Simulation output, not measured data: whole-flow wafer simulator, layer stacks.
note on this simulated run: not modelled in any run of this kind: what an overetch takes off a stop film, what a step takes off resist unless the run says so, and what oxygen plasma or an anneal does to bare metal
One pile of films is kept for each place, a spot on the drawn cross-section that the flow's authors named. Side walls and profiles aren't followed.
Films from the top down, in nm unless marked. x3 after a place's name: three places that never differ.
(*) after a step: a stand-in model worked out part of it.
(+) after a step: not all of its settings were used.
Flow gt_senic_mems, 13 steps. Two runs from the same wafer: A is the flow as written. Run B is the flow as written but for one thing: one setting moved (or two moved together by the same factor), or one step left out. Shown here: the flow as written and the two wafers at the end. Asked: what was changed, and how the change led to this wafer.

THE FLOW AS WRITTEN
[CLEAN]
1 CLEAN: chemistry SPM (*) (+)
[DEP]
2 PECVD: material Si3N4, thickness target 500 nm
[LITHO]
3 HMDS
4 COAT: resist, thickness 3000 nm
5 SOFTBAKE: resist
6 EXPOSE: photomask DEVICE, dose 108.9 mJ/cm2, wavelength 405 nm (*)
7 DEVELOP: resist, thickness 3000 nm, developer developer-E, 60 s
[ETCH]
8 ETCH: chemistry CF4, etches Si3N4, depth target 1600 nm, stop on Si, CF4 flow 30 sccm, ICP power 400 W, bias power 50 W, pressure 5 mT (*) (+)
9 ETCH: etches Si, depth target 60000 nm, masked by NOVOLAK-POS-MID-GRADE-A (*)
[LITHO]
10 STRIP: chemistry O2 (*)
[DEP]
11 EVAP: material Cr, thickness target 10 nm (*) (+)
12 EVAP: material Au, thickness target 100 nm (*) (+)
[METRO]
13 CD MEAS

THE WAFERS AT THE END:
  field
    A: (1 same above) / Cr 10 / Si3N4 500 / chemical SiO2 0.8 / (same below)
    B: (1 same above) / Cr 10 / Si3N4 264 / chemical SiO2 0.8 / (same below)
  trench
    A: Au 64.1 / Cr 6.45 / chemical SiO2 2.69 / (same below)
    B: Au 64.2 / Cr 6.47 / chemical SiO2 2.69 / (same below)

The cause: step 2, PECVD: thickness target 264 nm was run, where the flow has thickness target 500 nm.
It can be read off the wafer: field has Si3N4 264, and step 2 as written asks for 500 nm.

How the change led to this, step by step:
  2 PECVD: material Si3N4, thickness target 500 nm
      field, trench: A Si3N4 +500 (new film) | B Si3N4 +264 (new film)
  8 ETCH: chemistry CF4, etches Si3N4, depth target 1600 nm, stop on Si, CF4 flow 30 sccm, ICP power 400 W, bias power 50 W, pressure 5 mT (*) (+)
      field: A resist -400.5 | B resist -243.2
      trench: A Si3N4 -500 (all of it), chemical SiO2 -0.8 (all of it) | B Si3N4 -264 (all of it), chemical SiO2 -0.8 (all of it)
  10 STRIP: chemistry O2 (*)
      field: A resist -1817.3 (all of it) | B resist -1974.6 (all of it)
